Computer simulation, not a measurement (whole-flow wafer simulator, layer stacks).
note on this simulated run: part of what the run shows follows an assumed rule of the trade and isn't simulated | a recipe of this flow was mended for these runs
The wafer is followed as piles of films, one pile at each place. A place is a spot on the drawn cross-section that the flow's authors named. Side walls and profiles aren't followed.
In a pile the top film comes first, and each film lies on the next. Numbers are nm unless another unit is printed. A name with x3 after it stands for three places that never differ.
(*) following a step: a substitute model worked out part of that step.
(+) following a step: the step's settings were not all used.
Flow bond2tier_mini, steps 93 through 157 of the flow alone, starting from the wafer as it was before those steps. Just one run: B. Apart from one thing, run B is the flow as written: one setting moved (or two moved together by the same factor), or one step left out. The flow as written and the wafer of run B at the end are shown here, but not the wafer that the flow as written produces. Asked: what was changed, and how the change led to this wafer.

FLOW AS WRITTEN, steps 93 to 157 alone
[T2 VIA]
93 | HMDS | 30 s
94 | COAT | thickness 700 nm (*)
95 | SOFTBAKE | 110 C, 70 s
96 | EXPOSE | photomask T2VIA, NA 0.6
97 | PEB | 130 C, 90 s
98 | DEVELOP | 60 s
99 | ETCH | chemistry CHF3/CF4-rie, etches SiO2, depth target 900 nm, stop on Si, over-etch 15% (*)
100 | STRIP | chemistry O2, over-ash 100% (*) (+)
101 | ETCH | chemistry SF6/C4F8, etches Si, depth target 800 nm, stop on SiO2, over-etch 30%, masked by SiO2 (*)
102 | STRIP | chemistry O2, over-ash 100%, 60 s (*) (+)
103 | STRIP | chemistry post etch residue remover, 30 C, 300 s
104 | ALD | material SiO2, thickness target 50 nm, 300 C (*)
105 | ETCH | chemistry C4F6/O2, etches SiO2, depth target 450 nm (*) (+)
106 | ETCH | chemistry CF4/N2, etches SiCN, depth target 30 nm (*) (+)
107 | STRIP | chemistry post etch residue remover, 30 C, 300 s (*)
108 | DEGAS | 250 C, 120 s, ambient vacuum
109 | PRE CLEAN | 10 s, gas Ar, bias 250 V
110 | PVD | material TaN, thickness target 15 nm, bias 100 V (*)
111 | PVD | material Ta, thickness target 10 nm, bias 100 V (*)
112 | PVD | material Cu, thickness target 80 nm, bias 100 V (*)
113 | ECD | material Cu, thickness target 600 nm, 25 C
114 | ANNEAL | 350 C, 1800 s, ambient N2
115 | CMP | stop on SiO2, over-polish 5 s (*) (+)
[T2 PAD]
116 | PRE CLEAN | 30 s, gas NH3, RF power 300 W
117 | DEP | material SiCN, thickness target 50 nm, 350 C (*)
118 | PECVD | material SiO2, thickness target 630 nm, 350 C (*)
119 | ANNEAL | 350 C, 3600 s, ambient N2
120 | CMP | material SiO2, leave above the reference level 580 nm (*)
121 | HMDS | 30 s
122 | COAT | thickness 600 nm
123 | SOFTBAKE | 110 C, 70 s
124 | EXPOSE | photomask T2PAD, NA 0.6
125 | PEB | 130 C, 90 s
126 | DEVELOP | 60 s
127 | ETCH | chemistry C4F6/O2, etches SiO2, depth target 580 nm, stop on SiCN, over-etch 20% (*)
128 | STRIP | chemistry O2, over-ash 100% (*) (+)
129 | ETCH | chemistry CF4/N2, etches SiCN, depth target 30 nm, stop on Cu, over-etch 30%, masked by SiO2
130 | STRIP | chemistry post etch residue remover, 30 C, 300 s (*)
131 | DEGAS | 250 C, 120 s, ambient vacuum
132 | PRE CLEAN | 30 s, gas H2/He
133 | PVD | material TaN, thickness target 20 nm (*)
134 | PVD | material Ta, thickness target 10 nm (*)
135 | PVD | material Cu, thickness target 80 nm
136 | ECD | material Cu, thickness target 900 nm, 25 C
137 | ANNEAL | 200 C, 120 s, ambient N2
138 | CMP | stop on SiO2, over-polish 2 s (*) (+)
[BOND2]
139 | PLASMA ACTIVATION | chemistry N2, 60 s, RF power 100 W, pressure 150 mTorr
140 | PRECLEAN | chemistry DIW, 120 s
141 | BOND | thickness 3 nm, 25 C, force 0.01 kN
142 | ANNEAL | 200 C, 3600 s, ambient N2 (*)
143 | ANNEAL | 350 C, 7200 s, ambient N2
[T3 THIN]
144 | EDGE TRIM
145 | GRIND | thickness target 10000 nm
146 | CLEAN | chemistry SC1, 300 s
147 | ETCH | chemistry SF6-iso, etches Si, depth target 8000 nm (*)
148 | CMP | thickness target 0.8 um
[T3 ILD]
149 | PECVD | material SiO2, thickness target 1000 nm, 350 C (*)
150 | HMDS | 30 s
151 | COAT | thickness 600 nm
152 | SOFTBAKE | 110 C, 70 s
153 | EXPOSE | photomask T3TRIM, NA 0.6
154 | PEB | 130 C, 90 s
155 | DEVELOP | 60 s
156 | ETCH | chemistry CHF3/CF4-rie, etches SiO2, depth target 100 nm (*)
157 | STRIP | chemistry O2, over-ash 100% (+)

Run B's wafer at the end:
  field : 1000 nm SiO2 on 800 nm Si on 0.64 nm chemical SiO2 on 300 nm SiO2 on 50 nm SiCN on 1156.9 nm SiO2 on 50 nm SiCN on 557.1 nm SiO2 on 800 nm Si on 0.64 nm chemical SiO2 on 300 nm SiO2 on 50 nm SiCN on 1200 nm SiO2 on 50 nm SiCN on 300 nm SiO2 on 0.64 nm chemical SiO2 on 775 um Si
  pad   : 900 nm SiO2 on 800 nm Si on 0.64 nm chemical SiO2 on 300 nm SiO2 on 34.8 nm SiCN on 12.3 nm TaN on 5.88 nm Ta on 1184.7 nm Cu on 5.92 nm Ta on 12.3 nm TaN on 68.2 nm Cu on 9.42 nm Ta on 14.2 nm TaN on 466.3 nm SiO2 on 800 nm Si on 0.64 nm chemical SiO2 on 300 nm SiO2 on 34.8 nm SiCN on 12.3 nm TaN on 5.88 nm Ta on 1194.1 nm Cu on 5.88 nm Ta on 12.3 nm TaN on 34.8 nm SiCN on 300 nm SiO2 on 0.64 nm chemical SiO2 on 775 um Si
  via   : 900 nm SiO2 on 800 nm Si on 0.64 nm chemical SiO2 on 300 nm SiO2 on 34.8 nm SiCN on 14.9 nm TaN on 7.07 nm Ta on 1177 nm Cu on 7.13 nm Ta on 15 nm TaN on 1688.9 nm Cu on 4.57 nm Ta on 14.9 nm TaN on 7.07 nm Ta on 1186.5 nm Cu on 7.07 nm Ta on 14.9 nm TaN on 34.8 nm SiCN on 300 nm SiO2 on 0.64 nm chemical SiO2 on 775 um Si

Cause: step 109, PRE CLEAN: bias 308 V was run, though the flow has bias 250 V.

How this came from the change, step by step:
  109 | PRE CLEAN | 10 s, gas Ar, bias 250 V
      via: -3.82 TaN (as written it would have been: -3.19 TaN)
